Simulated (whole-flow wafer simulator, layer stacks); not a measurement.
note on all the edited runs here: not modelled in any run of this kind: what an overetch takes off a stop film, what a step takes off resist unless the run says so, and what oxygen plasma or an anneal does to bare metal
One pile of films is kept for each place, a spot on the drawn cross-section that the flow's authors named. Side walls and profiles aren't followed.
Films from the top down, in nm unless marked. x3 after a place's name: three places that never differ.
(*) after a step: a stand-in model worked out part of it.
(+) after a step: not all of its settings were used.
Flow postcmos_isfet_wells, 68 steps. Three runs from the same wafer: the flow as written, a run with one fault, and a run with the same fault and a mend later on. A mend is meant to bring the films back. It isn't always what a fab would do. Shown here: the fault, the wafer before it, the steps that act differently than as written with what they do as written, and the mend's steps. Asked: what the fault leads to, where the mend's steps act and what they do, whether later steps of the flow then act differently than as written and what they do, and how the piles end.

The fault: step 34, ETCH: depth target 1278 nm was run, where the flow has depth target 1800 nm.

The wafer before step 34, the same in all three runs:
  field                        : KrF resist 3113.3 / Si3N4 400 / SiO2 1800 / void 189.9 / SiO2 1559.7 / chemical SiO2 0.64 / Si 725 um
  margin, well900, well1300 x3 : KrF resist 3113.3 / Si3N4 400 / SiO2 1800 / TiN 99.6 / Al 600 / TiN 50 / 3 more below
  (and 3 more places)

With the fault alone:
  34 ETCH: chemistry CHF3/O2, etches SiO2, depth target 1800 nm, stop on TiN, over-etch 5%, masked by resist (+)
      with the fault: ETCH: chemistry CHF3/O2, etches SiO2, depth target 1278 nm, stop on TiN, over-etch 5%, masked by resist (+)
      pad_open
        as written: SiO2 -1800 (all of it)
        with the fault: SiO2 -1278
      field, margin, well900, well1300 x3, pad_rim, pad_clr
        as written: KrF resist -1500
        with the fault: KrF resist -1065
  Later steps of the flow that act differently than as written (1 more step differs only slightly, by at most 2% or 0.5 nm, whichever is larger, and isn't shown):
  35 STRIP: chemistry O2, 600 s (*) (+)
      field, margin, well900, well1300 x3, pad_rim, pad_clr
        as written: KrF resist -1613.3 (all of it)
        with the fault: KrF resist -2048.3 (all of it)
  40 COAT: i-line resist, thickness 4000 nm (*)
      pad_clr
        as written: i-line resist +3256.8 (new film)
        with the fault: i-line resist +3422.1 (new film)
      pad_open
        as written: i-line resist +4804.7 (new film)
        with the fault: i-line resist +4616.6 (new film)
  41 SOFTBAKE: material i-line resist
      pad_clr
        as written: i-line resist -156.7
        with the fault: i-line resist -106.8
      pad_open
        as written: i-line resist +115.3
        with the fault: i-line resist +91.2
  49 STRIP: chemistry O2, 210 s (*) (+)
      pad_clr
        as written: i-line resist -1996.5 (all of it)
        with the fault: i-line resist -2211.6 (all of it)
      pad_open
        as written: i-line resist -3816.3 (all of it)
        with the fault: i-line resist -3604.1 (all of it)
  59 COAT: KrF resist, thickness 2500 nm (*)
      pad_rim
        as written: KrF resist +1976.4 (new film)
        with the fault: KrF resist +2095.7 (new film)
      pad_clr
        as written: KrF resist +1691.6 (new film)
        with the fault: KrF resist +1868.9 (new film)
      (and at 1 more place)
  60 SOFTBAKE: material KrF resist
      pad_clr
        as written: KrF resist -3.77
        with the fault: KrF resist -2.96
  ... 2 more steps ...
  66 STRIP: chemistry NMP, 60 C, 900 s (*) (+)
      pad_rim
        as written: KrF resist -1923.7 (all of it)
        with the fault: KrF resist -2041.9 (all of it)
  At the end the piles differ from the flow's by more than 2% or 0.5 nm, whichever is larger, at pad_open.
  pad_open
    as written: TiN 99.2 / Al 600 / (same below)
    with the fault: SiO2 522 / TiN 99.6 / Al 600 / (same below)

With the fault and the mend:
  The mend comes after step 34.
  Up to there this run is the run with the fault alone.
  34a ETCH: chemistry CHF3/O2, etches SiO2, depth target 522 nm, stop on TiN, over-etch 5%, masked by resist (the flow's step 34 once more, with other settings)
      field, margin, well900, well1300 x3, pad_rim, pad_clr
        KrF resist -435
      pad_open
        SiO2 -522 (all of it)
  No later step of the flow acts differently than as written at any place that is followed.
  At the end the piles are the same as the flow's at every place that both follow.
